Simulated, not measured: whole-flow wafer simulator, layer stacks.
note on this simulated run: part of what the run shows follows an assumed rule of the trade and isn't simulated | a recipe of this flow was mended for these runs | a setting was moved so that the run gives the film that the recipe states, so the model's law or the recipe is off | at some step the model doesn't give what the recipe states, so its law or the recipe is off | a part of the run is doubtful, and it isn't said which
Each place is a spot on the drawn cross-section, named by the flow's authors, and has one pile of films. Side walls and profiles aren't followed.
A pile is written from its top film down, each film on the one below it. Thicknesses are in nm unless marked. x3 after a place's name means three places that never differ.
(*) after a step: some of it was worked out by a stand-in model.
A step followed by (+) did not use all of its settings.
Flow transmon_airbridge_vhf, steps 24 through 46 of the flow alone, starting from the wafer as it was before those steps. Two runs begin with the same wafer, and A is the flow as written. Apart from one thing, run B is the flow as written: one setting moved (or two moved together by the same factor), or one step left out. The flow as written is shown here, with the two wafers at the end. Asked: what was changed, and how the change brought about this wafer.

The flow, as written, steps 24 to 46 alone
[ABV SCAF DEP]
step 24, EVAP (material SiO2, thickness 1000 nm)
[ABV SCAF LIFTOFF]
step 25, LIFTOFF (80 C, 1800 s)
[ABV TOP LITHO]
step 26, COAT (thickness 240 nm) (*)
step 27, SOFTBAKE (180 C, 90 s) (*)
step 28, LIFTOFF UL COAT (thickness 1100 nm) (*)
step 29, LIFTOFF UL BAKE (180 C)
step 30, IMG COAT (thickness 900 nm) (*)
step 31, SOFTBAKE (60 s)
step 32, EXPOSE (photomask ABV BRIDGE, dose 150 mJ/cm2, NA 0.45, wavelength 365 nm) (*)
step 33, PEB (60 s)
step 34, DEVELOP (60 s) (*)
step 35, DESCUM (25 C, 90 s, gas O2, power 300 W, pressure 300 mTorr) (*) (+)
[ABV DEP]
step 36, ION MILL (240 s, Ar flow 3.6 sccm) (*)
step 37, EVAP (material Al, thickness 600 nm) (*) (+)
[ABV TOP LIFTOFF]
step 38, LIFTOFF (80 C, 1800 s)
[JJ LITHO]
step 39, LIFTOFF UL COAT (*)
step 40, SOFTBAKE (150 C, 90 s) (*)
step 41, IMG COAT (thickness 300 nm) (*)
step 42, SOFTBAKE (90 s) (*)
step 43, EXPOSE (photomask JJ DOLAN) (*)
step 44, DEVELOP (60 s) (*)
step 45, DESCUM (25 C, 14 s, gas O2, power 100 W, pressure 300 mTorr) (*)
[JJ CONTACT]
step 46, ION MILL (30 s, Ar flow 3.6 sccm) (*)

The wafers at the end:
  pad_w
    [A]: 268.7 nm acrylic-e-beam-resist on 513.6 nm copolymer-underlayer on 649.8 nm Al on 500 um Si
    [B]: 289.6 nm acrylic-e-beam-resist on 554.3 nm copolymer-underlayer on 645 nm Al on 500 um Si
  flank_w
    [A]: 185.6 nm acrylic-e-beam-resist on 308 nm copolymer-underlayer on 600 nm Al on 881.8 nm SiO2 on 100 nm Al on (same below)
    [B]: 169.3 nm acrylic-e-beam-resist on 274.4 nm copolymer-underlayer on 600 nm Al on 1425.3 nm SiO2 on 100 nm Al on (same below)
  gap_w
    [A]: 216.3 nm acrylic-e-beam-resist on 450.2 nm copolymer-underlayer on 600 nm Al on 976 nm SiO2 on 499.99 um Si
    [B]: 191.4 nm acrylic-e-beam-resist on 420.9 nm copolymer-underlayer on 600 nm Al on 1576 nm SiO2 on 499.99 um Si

The reason: step 24, EVAP: thickness 1600 nm was run, whereas the flow has thickness 1000 nm.

The path from the change to this, step by step:
  step 24, EVAP (material SiO2, thickness 1000 nm)
      field x3, jj_line, ground_far and 10 more: A SiO2 gains 1000 (new film) | B SiO2 gains 1600 (new film)
      flank_w, flank_e: A SiO2 gains 905.8 (new film) | B SiO2 gains 1449.3 (new film)
  step 25, LIFTOFF (80 C, 1800 s)
      field x3, jj_line, trace_open_s x2: A SiO2 loses 1000 (all of it), i-line-resist loses 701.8 (all of it), lift-off-underlayer loses 1100 (all of it), acrylic-e-beam-resist loses 240 (all of it) | B SiO2 loses 1600 (all of it), i-line-resist loses 701.8 (all of it), lift-off-underlayer loses 1100 (all of it), acrylic-e-beam-resist loses 240 (all of it)
      pad_w, pad_e: A SiO2 loses 1000 (all of it), i-line-resist loses 696.3 (all of it), lift-off-underlayer loses 1089.9 (all of it), acrylic-e-beam-resist loses 239.3 (all of it) | B SiO2 loses 1600 (all of it), i-line-resist loses 696.3 (all of it), lift-off-underlayer loses 1089.9 (all of it), acrylic-e-beam-resist loses 239.3 (all of it)
      (as well as at 1 more place)
  step 26, COAT (thickness 240 nm) (*)
      flank_w, flank_e: A acrylic-e-beam-resist gains 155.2 (new film) | B acrylic-e-beam-resist gains 139.3 (new film)
      gap_w, gap_e: A acrylic-e-beam-resist gains 211.2 (new film) | B acrylic-e-beam-resist gains 185.8 (new film)
      (as well as at 6 more places)
  step 28, LIFTOFF UL COAT (thickness 1100 nm) (*)
      gap_w, gap_e: A lift-off-underlayer gains 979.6 (new film) | B lift-off-underlayer gains 900.6 (new film)
      margin_s, margin_n: A lift-off-underlayer gains 823.4 (new film) | B lift-off-underlayer gains 697.4 (new film)
      (as well as at 6 more places)
  step 30, IMG COAT (thickness 900 nm) (*)
      gap_w, gap_e: A i-line-resist gains 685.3 (new film) | B i-line-resist gains 553.7 (new film)
      margin_s, margin_n: A i-line-resist gains 603.2 (new film) | B i-line-resist gains 417.1 (new film)
      (as well as at 7 more places)
  step 33, PEB (60 s)
      flank_w, flank_e: A i-line-resist loses 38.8 | B i-line-resist loses 32.7
      gap_w, gap_e: A i-line-resist loses 35 | B i-line-resist loses 28.1
      (as well as at 7 more places)
  step 34, DEVELOP (60 s) (*)
      gap_w, gap_e: A i-line-resist loses 650.2 (all of it), lift-off-underlayer loses 979.6 (all of it) | B i-line-resist loses 525.6 (all of it), lift-off-underlayer loses 900.6 (all of it)
      pad_w: A i-line-resist loses 937.3 (all of it), lift-off-underlayer loses 1246.2 (all of it) | B i-line-resist loses 988 (all of it), lift-off-underlayer loses 1338.6 (all of it)
      (as well as at 5 more places)
  step 35, DESCUM (25 C, 90 s, gas O2, power 300 W, pressure 300 mTorr) (*) (+)
      field x3, jj_line, ground_far, trace_open_s x2, margin_s, margin_n: A i-line-resist loses 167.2 | B i-line-resist loses 182.8
      flank_w, flank_e: A acrylic-e-beam-resist loses 155.2 (all of it) | B acrylic-e-beam-resist loses 139.3 (all of it)
      (as well as at 6 more places)
  step 38, LIFTOFF (80 C, 1800 s)
      field x3, jj_line, trace_open_s x2: A Al loses 600 (all of it), i-line-resist loses 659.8 (all of it), lift-off-underlayer loses 1100 (all of it), acrylic-e-beam-resist loses 240 (all of it) | B Al loses 600 (all of it), i-line-resist loses 644.2 (all of it), lift-off-underlayer loses 1100 (all of it), acrylic-e-beam-resist loses 240 (all of it)
      margin_s, margin_n: A Al loses 600 (all of it), i-line-resist loses 378.2 (all of it), lift-off-underlayer loses 823.4 (all of it), acrylic-e-beam-resist loses 168.6 (all of it) | B Al loses 600 (all of it), i-line-resist loses 186.2 (all of it), lift-off-underlayer loses 697.4 (all of it), acrylic-e-beam-resist loses 135.9 (all of it)
      (as well as at 1 more place)
  step 39, LIFTOFF UL COAT (*)
      pad_w, pad_e: A copolymer-underlayer gains 513.6 (new film) | B copolymer-underlayer gains 554.3 (new film)
      flank_w, flank_e: A copolymer-underlayer gains 308 (new film) | B copolymer-underlayer gains 274.4 (new film)
      (as well as at 6 more places)
  step 41, IMG COAT (thickness 300 nm) (*)
      pad_w, pad_e: A acrylic-e-beam-resist gains 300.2 (new film) | B acrylic-e-beam-resist gains 321.1 (new film)
      flank_w, flank_e: A acrylic-e-beam-resist gains 217.1 (new film) | B acrylic-e-beam-resist gains 200.9 (new film)
      (as well as at 6 more places)
